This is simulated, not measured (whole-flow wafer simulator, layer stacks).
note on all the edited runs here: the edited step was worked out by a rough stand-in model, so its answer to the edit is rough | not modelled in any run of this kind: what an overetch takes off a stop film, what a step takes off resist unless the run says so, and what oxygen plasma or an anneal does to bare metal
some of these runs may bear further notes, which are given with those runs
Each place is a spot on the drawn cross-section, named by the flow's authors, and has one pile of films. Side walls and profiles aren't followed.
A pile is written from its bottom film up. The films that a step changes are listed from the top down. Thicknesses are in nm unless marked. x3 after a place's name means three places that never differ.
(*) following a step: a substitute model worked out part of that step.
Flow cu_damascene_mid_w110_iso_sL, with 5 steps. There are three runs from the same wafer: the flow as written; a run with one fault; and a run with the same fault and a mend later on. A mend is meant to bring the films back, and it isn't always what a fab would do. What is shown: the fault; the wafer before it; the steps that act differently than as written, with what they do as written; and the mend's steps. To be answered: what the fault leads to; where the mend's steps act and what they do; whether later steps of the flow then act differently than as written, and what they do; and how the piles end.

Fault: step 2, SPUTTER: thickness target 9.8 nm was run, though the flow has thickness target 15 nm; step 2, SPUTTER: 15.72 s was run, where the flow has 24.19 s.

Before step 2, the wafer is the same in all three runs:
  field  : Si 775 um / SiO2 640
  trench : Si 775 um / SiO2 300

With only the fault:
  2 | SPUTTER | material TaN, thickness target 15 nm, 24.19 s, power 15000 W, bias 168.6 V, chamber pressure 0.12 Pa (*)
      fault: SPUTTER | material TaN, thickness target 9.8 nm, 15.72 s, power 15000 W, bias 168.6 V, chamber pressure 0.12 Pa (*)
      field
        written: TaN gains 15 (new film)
        fault: TaN gains 9.8 (new film)
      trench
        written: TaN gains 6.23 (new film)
        fault: TaN gains 4.07 (new film)
  Later steps of the flow that are run all act as written at every place that is followed, up to a difference of at most 2% or 0.5 nm, whichever is larger.
  The piles end different from the flow's at field, trench by more than 2% or 0.5 nm, whichever is larger.
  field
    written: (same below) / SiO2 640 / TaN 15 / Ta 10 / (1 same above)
    fault: (same below) / SiO2 640 / TaN 9.8 / Ta 10 / (1 same above)
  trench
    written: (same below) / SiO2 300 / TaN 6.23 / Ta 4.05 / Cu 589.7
    fault: (same below) / SiO2 300 / TaN 4.07 / Ta 4.12 / Cu 586.6

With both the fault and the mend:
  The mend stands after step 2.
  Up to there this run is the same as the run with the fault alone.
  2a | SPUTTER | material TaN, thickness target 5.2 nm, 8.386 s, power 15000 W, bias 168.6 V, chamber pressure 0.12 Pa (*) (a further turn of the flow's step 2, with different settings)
      field
        TaN gains 5.2
      trench
        TaN gains 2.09
  Later steps of the flow that are run all act as written at every place that is followed, up to a difference of at most 2% or 0.5 nm, whichever is larger.
  The piles end only slightly different from the flow's at the places that both follow, by no more than 2% or 0.5 nm, whichever is larger.
